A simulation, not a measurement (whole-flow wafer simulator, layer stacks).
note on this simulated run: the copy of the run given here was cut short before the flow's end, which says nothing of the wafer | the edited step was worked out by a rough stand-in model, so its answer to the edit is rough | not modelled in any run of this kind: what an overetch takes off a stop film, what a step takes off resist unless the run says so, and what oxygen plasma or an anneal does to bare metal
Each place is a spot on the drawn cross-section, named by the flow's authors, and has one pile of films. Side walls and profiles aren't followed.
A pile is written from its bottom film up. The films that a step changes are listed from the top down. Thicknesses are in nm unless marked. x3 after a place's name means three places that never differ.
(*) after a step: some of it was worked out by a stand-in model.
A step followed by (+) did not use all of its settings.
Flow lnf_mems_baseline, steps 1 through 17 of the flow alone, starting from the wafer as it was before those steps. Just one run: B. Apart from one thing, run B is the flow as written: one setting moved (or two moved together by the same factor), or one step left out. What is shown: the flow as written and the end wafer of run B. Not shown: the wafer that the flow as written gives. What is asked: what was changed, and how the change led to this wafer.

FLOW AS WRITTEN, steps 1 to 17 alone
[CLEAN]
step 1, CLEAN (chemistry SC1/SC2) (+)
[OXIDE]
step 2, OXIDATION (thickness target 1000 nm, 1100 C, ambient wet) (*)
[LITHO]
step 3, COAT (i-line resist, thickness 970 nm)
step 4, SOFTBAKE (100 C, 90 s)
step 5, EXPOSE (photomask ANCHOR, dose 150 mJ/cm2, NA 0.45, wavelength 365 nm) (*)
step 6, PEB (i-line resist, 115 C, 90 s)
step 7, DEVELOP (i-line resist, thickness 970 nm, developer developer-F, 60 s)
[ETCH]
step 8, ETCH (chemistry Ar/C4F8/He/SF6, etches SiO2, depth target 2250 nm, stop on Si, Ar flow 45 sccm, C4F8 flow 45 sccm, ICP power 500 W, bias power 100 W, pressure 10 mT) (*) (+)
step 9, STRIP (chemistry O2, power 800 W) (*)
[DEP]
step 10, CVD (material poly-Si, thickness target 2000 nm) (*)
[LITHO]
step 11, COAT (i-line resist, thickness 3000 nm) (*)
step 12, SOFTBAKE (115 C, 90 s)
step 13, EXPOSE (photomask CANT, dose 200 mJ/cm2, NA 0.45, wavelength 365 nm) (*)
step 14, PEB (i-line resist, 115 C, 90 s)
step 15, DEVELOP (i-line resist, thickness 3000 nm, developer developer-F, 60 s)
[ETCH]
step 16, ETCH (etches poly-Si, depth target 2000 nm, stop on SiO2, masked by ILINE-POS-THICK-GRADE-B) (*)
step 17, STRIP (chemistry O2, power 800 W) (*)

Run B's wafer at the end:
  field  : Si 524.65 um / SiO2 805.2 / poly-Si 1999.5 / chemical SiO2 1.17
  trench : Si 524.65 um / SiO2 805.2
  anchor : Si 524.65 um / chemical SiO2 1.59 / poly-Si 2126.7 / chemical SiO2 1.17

What caused this: step 2, OXIDATION: 1045 C was run, whereas the flow has 1100 C.

The path from the change to this, step by step:
  step 2, OXIDATION (thickness target 1000 nm, 1100 C, ambient wet) (*)
      field, anchor, beam, trench, char_slit: +805.2 SiO2 (new film), -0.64 chemical SiO2 (all of it), -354 Si (in the flow as written it would be: +1000 SiO2 (new film), -0.64 chemical SiO2 (all of it), -439.7 Si)
  step 8, ETCH (chemistry Ar/C4F8/He/SF6, etches SiO2, depth target 2250 nm, stop on Si, Ar flow 45 sccm, C4F8 flow 45 sccm, ICP power 500 W, bias power 100 W, pressure 10 mT) (*) (+)
      field, beam, trench, char_slit: -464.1 i-line resist (in the flow as written it would be: -561.5 i-line resist)
      anchor: -805.2 SiO2 (all of it) (in the flow as written it would be: -1000 SiO2 (all of it))
  step 9, STRIP (chemistry O2, power 800 W) (*)
      field, beam, trench, char_slit: -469 i-line resist (all of it) (in the flow as written it would be: -371.6 i-line resist (all of it))
  step 10, CVD (material poly-Si, thickness target 2000 nm) (*)
      anchor: +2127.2 poly-Si (new film) (in the flow as written it would be: +2322 poly-Si (new film))
